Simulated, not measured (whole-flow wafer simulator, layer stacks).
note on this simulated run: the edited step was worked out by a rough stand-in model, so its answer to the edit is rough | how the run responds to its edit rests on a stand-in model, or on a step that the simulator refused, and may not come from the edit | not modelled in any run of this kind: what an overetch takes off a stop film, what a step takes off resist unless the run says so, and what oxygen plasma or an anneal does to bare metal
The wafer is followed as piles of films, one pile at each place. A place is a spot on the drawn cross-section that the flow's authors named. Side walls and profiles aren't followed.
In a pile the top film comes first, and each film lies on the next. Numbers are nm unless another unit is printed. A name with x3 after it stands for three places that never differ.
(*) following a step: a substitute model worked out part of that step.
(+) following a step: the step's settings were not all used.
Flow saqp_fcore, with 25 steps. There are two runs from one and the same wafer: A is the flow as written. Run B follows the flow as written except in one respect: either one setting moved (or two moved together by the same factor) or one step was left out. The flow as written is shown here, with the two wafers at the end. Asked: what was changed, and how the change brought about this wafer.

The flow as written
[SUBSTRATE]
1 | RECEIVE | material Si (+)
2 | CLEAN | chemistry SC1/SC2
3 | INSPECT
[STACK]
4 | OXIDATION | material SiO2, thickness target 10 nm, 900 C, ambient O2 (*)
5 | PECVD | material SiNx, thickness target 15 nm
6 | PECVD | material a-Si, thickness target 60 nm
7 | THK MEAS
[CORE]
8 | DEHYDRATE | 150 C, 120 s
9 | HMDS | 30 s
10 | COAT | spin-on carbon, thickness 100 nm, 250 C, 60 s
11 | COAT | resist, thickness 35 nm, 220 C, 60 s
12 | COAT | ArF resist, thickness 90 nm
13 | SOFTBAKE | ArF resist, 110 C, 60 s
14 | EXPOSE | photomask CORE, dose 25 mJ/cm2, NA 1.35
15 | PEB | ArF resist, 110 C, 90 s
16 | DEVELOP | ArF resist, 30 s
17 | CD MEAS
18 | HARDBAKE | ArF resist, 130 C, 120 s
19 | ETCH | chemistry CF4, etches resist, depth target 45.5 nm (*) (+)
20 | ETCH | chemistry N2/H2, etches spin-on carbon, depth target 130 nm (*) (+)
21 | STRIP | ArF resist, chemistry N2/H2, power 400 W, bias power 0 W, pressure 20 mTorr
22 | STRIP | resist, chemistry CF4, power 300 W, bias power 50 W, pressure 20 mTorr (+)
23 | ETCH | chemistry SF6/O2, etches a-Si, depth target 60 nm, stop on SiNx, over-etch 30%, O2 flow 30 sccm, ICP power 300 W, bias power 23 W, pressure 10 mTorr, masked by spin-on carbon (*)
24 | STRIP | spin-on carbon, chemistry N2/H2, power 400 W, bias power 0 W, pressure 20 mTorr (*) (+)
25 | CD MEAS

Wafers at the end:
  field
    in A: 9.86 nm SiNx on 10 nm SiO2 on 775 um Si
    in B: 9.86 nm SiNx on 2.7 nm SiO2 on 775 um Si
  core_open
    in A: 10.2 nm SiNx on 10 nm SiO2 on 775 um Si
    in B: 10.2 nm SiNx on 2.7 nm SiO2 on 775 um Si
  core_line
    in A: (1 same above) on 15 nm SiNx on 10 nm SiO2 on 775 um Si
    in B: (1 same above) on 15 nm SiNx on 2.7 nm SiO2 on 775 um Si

Cause: step 4, OXIDATION: 720 C was run, while the flow as written has 900 C.

The path from the change to this, step by step:
  4 | OXIDATION | material SiO2, thickness target 10 nm, 900 C, ambient O2 (*)
      field, core_open, core_line: A +10 SiO2 (new film), -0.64 chemical SiO2 (all of it), -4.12 Si | B +2.7 SiO2 (new film), -0.64 chemical SiO2 (all of it), -0.9 Si
